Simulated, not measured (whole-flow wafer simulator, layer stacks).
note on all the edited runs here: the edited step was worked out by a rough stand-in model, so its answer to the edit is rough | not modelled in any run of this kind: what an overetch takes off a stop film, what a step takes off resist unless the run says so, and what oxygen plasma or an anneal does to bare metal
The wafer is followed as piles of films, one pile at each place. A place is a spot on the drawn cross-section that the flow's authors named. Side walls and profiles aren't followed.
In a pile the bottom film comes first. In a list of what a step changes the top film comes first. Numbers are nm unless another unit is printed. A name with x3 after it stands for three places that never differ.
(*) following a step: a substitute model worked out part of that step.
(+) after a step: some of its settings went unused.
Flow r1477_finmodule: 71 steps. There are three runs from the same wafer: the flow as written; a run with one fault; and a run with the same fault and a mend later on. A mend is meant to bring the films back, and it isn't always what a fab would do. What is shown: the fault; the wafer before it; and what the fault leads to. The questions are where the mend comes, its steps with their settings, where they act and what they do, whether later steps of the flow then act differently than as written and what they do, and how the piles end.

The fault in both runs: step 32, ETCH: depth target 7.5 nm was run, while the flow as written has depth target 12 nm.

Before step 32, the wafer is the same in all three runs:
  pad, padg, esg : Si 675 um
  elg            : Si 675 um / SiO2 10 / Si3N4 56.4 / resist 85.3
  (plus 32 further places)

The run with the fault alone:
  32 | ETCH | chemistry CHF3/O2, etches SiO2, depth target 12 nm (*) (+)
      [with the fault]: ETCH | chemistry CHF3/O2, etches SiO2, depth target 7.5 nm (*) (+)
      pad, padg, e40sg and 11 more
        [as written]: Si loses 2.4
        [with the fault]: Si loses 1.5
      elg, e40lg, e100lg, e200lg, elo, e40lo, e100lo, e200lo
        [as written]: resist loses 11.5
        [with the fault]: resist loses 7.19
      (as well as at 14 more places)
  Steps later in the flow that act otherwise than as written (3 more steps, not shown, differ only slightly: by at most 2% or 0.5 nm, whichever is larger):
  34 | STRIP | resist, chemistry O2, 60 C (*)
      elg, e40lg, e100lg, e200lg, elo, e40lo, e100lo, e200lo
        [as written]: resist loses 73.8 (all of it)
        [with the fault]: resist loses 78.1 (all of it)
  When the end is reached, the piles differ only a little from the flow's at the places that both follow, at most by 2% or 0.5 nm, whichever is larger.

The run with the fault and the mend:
  The mend follows step 32.
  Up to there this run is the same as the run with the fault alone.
  32a | ETCH | chemistry CHF3/O2, etches SiO2, depth target 4.5 nm (*) (the flow's step 32 again, with other settings)
      pad, padg, e40sg and 11 more
        Si loses 0.9
      elg, e40lg, e100lg, e200lg, elo, e40lo, e100lo, e200lo
        resist loses 4.31
      s40sg_line, s45sg_line, s50sg_line, s40so_line, s45so_line, s50so_line
        SiO2 loses 4.5
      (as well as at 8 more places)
  None of the later steps of the flow differs from how it acts as written, at any place that is followed, by more than 2% or 0.5 nm, whichever is larger.
  When the end is reached, the piles differ only a little from the flow's at the places that both follow, at most by 2% or 0.5 nm, whichever is larger.
